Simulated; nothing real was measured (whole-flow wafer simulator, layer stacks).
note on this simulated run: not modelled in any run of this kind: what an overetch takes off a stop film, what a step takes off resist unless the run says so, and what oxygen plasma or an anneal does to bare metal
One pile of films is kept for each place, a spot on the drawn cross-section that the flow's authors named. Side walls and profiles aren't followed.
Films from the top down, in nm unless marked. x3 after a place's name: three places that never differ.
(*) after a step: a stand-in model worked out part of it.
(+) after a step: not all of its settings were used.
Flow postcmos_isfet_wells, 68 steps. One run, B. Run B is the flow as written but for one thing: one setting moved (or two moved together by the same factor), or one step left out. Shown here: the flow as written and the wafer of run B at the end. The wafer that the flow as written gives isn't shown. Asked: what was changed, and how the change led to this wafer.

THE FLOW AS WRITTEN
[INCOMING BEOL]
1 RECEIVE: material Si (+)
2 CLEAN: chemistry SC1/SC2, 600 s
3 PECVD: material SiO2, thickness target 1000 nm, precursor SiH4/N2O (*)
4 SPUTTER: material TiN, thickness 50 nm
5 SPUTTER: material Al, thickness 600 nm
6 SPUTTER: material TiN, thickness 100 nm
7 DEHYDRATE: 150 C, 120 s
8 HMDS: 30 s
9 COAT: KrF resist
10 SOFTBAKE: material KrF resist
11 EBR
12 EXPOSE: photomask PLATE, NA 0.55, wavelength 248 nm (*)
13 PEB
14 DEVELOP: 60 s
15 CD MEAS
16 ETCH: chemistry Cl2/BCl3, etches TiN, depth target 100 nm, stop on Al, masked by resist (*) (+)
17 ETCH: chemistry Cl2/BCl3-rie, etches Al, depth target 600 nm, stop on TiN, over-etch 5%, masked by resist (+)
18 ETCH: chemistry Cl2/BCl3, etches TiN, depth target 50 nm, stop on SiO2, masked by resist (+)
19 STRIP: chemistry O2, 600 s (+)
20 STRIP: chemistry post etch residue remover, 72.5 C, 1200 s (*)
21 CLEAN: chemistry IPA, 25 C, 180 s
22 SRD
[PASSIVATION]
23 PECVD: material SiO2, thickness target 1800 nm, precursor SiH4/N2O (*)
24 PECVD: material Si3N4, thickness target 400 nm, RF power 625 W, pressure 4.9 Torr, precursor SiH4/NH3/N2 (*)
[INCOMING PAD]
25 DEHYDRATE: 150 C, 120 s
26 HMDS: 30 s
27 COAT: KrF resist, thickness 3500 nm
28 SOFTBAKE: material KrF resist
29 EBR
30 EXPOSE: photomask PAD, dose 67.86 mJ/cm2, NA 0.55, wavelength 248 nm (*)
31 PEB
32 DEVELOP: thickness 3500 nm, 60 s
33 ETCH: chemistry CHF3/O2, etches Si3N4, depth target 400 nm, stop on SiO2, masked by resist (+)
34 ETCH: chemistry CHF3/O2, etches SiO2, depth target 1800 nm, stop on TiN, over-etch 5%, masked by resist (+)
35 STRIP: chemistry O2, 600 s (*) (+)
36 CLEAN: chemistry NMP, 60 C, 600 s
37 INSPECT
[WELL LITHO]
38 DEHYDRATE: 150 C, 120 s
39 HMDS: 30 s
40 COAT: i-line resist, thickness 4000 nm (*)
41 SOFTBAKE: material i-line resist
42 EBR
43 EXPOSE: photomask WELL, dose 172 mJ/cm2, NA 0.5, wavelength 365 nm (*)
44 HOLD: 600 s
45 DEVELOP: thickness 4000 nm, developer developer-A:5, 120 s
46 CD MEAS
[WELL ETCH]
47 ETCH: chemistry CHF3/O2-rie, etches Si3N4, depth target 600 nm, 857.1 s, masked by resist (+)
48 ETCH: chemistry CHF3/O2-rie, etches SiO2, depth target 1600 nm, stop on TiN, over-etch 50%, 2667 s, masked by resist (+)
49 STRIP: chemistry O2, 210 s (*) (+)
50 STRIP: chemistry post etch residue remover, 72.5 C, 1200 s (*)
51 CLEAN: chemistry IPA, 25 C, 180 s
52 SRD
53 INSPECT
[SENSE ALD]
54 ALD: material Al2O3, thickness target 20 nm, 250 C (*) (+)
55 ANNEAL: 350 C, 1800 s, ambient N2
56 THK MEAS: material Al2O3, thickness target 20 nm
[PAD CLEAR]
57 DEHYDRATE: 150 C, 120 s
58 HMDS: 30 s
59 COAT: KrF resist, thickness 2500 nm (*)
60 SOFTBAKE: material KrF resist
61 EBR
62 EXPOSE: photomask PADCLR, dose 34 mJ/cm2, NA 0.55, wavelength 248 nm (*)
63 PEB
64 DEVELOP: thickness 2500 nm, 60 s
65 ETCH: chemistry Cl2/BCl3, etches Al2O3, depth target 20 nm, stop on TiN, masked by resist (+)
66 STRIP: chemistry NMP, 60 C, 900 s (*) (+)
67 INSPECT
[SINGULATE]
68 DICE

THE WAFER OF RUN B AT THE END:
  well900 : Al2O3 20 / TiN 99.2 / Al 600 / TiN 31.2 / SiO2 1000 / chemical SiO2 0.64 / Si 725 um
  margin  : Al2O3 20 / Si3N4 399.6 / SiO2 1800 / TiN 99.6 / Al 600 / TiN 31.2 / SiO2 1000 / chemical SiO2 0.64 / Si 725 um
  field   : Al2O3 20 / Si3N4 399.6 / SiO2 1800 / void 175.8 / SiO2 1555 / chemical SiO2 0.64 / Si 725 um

The cause: step 4, SPUTTER: thickness 31.2 nm was run, where the flow has thickness 50 nm.
It can be read off the wafer: well900 has TiN 31.2, and step 4 as written asks for 50 nm.

How the change led to this, step by step:
  4 SPUTTER: material TiN, thickness 50 nm
      field, margin, well900, well1300 x3, pad_rim, pad_clr, pad_open: TiN +31.2 (new film) (as written it would be: TiN +50 (new film))
  18 ETCH: chemistry Cl2/BCl3, etches TiN, depth target 50 nm, stop on SiO2, masked by resist (+)
      margin, well900, well1300 x3, pad_rim, pad_clr, pad_open: KrF resist -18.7 (as written it would be: KrF resist -20)
      field: TiN -31.2 (all of it) (as written it would be: TiN -50 (all of it))
  23 PECVD: material SiO2, thickness target 1800 nm, precursor SiH4/N2O (*)
      field: SiO2 +1800 (new film), void +175.8 (new film), SiO2 +555 (as written it would be: SiO2 +1800 (new film), void +189.9 (new film), SiO2 +559.7)
